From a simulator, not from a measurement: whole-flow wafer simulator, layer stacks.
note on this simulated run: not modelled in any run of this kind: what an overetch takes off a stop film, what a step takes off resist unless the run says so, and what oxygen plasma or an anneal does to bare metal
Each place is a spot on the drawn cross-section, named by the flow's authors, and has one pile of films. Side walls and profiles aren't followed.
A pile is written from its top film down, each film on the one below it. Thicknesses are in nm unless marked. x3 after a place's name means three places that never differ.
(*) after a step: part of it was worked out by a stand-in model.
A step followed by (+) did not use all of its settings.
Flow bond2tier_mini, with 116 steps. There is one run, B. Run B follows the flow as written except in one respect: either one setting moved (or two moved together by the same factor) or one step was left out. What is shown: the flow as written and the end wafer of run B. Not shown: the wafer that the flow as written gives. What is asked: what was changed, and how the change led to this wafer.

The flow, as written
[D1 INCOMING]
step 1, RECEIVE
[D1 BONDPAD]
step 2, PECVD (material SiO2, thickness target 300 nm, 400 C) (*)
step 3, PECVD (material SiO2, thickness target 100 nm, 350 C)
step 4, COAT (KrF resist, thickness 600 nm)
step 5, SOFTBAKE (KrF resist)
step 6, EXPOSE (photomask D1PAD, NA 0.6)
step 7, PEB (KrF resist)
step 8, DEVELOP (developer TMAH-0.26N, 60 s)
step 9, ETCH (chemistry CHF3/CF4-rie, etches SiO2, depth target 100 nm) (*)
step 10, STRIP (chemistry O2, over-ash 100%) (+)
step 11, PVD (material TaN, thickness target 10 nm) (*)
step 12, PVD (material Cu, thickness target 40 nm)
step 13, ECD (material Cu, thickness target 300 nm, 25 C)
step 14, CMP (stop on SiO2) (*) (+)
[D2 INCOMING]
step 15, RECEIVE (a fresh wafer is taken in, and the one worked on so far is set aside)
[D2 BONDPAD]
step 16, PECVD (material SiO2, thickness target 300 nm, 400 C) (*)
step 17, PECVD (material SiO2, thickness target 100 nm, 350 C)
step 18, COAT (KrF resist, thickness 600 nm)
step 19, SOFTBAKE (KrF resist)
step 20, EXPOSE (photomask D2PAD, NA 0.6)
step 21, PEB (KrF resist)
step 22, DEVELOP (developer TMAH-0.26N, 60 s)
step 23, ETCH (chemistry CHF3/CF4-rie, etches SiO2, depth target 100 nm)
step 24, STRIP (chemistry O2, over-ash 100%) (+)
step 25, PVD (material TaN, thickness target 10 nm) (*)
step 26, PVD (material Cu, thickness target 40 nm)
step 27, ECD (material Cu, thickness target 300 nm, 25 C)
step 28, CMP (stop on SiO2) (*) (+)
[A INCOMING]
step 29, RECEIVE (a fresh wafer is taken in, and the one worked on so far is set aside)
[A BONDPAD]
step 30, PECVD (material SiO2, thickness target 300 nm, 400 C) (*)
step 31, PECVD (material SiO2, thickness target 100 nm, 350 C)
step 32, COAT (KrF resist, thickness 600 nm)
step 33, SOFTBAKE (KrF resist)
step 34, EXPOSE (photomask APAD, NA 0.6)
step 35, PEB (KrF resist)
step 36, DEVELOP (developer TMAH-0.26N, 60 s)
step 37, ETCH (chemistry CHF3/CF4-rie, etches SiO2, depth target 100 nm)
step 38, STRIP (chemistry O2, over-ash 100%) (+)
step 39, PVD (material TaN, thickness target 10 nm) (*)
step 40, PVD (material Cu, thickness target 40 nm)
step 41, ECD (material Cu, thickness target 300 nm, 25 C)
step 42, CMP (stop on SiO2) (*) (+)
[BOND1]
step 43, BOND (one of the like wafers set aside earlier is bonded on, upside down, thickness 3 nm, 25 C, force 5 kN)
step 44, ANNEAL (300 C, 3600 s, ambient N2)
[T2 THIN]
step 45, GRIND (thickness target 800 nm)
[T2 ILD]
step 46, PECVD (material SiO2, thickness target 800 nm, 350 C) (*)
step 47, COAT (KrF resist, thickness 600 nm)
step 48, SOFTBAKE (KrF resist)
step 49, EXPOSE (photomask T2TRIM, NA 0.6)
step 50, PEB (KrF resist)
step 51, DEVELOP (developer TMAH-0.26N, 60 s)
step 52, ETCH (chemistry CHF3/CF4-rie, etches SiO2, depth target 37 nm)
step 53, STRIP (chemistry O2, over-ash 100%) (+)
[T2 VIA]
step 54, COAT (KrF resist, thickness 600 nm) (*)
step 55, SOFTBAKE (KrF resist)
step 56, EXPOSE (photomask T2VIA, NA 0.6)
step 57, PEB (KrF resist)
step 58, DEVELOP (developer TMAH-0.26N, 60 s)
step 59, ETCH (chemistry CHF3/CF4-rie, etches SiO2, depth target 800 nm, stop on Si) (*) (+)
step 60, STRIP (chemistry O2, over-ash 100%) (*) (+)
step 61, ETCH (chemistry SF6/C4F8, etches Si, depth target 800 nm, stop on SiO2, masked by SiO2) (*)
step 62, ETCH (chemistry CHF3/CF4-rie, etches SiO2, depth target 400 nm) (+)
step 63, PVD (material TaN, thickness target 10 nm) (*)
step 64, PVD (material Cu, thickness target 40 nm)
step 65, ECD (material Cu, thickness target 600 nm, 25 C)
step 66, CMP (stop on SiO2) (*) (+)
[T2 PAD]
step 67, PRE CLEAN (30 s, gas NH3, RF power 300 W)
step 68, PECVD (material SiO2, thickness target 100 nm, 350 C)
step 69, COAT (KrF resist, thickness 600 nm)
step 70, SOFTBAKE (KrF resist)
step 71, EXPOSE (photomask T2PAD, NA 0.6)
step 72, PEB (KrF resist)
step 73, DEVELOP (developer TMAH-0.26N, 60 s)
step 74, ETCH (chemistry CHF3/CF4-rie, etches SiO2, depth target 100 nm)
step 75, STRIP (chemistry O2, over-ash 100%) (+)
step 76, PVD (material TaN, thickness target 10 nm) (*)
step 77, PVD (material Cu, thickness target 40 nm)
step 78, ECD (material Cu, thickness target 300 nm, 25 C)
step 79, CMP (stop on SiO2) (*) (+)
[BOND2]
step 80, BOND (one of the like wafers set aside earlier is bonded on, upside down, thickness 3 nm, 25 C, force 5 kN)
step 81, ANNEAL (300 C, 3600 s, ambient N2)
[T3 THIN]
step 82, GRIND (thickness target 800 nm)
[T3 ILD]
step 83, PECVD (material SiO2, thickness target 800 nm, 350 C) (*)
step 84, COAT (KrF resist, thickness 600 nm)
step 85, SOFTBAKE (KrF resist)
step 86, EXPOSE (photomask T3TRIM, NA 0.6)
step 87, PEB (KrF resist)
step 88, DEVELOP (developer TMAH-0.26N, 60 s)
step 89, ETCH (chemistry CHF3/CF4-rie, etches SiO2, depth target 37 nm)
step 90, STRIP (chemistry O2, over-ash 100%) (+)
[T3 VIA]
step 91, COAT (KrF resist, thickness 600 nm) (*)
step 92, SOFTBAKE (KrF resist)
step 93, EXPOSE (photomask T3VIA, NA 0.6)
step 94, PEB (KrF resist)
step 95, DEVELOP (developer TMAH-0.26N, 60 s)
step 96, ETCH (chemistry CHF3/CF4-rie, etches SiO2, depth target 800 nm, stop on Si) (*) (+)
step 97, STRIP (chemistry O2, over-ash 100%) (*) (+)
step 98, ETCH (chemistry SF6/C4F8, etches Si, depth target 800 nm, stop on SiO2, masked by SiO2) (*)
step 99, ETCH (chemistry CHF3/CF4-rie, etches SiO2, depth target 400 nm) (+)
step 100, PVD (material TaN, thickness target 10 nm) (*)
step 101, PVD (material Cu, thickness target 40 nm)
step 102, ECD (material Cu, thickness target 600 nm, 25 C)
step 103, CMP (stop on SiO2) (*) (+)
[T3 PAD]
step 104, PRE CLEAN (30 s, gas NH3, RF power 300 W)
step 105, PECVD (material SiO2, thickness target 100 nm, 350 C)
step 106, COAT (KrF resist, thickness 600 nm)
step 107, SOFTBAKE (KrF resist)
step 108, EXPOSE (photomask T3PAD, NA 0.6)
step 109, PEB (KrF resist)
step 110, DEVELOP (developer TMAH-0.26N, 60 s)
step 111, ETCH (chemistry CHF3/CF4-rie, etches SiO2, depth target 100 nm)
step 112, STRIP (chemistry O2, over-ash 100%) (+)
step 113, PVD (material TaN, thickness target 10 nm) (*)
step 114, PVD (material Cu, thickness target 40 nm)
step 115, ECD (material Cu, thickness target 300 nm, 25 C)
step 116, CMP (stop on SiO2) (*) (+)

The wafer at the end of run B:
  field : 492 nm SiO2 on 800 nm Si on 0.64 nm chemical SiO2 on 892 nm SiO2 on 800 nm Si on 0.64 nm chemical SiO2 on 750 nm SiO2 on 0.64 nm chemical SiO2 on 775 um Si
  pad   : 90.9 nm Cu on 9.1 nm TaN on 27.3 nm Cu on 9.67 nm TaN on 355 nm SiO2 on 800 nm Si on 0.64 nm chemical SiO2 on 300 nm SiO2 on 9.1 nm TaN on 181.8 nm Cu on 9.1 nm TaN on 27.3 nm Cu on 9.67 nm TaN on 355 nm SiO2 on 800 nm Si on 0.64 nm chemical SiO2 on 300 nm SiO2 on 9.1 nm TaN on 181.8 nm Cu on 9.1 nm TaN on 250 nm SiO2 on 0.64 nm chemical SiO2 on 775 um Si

The reason: step 31, PECVD: thickness target 50 nm was run, whereas the flow has thickness target 100 nm.

Step by step, how the change led to this:
  step 31, PECVD (material SiO2, thickness target 100 nm, 350 C)
      field, pad, via: +50 SiO2 (in the flow as written it would be: +100 SiO2)
